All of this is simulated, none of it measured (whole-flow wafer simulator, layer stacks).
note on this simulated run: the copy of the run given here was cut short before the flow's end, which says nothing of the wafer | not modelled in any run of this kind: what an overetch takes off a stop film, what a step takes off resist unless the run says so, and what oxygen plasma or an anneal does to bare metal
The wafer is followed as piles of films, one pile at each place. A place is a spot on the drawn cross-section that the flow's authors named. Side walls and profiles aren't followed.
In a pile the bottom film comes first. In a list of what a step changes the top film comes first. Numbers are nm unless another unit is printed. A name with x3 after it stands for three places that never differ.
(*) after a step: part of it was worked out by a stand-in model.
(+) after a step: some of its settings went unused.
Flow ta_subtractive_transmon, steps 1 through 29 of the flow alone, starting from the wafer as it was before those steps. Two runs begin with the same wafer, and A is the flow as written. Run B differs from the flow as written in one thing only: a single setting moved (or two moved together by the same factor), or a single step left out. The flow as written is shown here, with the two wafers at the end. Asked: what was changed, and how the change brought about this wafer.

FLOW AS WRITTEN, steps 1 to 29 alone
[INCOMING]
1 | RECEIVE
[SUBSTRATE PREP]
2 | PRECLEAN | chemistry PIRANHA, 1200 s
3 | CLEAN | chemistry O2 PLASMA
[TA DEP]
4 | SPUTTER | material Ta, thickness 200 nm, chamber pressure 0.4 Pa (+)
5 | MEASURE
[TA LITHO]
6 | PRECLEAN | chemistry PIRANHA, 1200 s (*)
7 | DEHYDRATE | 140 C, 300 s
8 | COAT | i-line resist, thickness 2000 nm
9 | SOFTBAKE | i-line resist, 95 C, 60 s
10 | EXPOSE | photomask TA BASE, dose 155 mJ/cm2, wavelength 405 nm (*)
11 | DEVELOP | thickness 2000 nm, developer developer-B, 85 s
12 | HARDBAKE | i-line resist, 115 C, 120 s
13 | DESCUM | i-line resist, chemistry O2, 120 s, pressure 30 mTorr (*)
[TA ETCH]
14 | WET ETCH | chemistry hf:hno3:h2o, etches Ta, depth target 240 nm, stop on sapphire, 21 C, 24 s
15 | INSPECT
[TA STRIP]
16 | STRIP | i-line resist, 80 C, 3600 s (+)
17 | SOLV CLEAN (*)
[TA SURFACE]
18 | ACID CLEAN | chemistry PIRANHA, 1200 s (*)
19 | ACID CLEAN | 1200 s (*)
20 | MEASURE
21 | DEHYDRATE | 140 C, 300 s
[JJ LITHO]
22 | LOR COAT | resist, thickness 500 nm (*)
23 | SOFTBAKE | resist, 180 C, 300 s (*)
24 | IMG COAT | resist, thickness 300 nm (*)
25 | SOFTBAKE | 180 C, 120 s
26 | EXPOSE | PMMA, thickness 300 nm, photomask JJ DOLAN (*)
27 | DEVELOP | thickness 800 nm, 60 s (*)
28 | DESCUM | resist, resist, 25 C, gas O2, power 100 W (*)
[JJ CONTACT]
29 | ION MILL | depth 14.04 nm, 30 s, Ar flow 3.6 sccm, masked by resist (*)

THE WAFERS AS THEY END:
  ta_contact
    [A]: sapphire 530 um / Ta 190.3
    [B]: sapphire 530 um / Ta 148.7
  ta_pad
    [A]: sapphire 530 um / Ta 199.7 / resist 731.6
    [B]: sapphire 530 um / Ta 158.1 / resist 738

The reason: step 4, SPUTTER: thickness 158.4 nm was run, though the flow has thickness 200 nm.

Step by step, how the change led to this:
  4 | SPUTTER | material Ta, thickness 200 nm, chamber pressure 0.4 Pa (+)
      field x2, jj_line, lead, ta_contact, ta_pad: A Ta gains 200 (new film) | B Ta gains 158.4 (new film)
  14 | WET ETCH | chemistry hf:hno3:h2o, etches Ta, depth target 240 nm, stop on sapphire, 21 C, 24 s
      field x2, jj_line, lead: A Ta loses 200 (all of it) | B Ta loses 158.4 (all of it)
  22 | LOR COAT | resist, thickness 500 nm (*)
      ta_contact: A resist gains 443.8 (new film) | B resist gains 454.6 (new film)
